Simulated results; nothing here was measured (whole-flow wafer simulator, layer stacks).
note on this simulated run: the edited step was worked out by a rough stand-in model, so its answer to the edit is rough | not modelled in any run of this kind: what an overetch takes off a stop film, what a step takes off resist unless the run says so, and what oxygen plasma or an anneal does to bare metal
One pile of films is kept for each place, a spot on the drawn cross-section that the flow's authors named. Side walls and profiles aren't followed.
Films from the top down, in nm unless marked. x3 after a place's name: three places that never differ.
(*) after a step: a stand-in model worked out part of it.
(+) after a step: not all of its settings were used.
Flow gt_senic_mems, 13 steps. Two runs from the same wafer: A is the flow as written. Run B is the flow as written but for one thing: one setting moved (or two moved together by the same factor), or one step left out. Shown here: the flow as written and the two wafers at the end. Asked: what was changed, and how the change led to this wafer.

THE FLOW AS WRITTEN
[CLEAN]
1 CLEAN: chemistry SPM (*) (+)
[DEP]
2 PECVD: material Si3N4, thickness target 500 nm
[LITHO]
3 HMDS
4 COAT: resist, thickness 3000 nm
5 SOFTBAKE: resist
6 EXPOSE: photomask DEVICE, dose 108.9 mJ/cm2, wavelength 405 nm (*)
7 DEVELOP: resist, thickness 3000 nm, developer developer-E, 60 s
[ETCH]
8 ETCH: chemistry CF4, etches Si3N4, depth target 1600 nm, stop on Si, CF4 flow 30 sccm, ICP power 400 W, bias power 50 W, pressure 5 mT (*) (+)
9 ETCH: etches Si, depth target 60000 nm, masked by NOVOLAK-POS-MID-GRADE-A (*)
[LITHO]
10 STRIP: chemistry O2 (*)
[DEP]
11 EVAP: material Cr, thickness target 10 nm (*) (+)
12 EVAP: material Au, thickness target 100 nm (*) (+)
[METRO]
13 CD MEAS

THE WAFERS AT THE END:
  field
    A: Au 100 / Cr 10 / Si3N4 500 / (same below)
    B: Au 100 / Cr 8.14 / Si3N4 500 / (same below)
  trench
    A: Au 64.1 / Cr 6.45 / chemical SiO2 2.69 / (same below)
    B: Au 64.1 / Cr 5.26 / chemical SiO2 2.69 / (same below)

The cause: step 11, EVAP: thickness target 8.14 nm was run, where the flow has thickness target 10 nm.
It can be read off the wafer: field has Cr 8.14, and step 11 as written asks for 10 nm.

How the change led to this, step by step:
  11 EVAP: material Cr, thickness target 10 nm (*) (+)
      field: A Cr +10 (new film) | B Cr +8.14 (new film)
      trench: A Cr +6.45 (new film) | B Cr +5.26 (new film)
